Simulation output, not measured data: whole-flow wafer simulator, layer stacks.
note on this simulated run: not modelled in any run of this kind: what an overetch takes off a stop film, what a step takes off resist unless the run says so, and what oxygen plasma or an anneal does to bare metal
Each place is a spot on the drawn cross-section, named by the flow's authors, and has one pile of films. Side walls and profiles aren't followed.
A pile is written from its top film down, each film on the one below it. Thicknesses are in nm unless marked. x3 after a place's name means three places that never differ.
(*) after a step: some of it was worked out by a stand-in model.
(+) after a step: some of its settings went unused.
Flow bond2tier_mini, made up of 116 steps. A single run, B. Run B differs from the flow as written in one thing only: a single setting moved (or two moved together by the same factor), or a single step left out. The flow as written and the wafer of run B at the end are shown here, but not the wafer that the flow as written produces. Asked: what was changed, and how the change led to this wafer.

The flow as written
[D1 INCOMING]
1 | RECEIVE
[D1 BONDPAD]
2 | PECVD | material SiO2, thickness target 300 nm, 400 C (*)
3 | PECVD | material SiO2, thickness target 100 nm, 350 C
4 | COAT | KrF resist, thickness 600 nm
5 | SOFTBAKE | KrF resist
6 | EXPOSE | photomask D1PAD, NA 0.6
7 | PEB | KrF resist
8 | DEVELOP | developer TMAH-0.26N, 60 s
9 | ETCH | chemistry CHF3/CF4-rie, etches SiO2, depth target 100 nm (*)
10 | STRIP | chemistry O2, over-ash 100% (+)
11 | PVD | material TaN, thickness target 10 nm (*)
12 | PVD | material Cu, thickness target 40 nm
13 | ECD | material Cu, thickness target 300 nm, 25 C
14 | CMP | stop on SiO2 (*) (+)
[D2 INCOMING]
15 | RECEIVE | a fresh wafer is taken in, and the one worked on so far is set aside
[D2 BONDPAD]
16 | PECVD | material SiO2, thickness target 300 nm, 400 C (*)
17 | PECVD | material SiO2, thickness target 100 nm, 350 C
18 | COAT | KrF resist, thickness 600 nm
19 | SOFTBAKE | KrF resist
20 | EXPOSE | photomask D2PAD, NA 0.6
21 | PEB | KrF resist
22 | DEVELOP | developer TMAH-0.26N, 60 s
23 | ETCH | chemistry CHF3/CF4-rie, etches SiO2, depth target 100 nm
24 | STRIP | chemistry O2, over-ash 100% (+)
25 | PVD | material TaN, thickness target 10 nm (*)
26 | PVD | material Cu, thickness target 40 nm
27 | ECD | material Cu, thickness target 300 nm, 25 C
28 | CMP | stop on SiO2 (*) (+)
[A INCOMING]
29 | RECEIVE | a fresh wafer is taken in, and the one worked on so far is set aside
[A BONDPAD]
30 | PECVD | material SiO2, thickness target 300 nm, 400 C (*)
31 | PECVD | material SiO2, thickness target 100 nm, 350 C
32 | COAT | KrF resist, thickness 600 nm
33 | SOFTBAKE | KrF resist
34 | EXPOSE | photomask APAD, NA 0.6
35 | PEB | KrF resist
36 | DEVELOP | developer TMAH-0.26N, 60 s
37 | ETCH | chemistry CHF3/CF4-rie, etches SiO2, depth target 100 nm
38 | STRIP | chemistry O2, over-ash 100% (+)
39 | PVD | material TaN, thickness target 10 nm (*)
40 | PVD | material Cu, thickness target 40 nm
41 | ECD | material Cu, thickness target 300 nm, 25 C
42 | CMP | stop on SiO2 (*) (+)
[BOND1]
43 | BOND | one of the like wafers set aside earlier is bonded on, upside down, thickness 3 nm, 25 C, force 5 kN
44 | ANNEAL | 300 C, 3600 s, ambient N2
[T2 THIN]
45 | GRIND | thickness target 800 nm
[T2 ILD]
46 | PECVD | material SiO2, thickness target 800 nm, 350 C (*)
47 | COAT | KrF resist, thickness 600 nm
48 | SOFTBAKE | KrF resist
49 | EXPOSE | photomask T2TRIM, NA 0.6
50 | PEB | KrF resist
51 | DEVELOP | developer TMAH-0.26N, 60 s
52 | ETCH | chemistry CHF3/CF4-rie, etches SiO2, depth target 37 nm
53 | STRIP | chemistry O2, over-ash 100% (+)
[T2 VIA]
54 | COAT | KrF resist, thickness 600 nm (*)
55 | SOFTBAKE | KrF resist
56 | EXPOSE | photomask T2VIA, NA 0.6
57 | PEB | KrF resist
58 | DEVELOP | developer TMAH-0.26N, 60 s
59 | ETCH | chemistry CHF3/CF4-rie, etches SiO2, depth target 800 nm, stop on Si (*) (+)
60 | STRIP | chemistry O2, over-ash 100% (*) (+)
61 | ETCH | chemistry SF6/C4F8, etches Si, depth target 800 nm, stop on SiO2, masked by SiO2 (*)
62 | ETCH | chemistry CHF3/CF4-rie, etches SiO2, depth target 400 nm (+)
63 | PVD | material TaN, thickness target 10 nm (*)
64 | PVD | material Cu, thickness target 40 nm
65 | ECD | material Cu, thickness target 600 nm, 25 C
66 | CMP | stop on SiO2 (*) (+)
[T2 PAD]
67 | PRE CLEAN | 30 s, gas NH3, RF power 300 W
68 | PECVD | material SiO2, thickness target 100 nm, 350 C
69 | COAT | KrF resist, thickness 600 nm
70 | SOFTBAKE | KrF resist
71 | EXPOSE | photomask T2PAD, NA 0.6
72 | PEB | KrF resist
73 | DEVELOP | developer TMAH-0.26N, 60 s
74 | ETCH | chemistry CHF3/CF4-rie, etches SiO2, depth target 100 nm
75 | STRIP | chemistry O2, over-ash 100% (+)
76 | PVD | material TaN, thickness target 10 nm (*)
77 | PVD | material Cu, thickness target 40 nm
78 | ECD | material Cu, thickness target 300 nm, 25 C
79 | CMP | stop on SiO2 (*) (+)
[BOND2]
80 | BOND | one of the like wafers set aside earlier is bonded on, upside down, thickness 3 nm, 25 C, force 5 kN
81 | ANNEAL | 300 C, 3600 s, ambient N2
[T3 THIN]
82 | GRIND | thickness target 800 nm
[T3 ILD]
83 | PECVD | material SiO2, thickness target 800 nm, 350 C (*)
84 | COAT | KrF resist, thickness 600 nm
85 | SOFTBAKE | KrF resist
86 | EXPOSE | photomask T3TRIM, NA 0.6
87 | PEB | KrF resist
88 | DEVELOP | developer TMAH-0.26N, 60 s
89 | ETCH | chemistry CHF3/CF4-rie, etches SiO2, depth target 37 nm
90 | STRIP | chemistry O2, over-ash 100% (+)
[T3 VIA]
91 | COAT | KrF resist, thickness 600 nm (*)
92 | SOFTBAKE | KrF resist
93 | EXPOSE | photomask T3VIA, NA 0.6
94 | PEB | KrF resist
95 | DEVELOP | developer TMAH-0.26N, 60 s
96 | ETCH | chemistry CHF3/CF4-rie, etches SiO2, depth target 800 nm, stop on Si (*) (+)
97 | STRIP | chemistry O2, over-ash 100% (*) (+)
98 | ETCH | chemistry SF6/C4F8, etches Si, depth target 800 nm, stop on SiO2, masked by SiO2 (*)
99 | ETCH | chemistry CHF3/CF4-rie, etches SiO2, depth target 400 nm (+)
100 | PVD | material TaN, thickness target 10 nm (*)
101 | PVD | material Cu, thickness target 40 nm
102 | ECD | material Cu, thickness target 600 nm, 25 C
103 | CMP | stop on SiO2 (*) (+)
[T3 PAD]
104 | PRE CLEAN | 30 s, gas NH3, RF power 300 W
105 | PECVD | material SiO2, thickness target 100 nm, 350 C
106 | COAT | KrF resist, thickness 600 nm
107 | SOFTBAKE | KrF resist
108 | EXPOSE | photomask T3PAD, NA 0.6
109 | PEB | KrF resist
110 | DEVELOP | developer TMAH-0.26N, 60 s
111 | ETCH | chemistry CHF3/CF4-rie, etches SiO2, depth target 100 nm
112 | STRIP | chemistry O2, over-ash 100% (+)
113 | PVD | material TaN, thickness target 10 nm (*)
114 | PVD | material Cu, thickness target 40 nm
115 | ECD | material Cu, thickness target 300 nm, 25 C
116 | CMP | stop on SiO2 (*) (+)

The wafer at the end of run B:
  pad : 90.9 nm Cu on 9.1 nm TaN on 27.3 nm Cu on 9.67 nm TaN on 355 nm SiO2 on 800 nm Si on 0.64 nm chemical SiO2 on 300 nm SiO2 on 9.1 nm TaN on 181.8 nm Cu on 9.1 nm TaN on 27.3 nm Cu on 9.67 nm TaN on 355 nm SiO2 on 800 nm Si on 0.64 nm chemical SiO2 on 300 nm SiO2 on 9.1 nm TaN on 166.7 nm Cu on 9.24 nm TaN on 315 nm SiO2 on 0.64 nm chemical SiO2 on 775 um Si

The reason: step 37, ETCH: depth target 85 nm was run, though the flow has depth target 100 nm.

The path from the change to this, step by step:
  37 | ETCH | chemistry CHF3/CF4-rie, etches SiO2, depth target 100 nm
      pad, via: -85 SiO2 (in the flow as written it would be: -100 SiO2)
      field: -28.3 KrF resist (in the flow as written it would be: -33.3 KrF resist)
  41 | ECD | material Cu, thickness target 300 nm, 25 C
      pad: +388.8 Cu (in the flow as written it would be: +404.5 Cu)
      via: +385.1 Cu (in the flow as written it would be: +400.2 Cu)
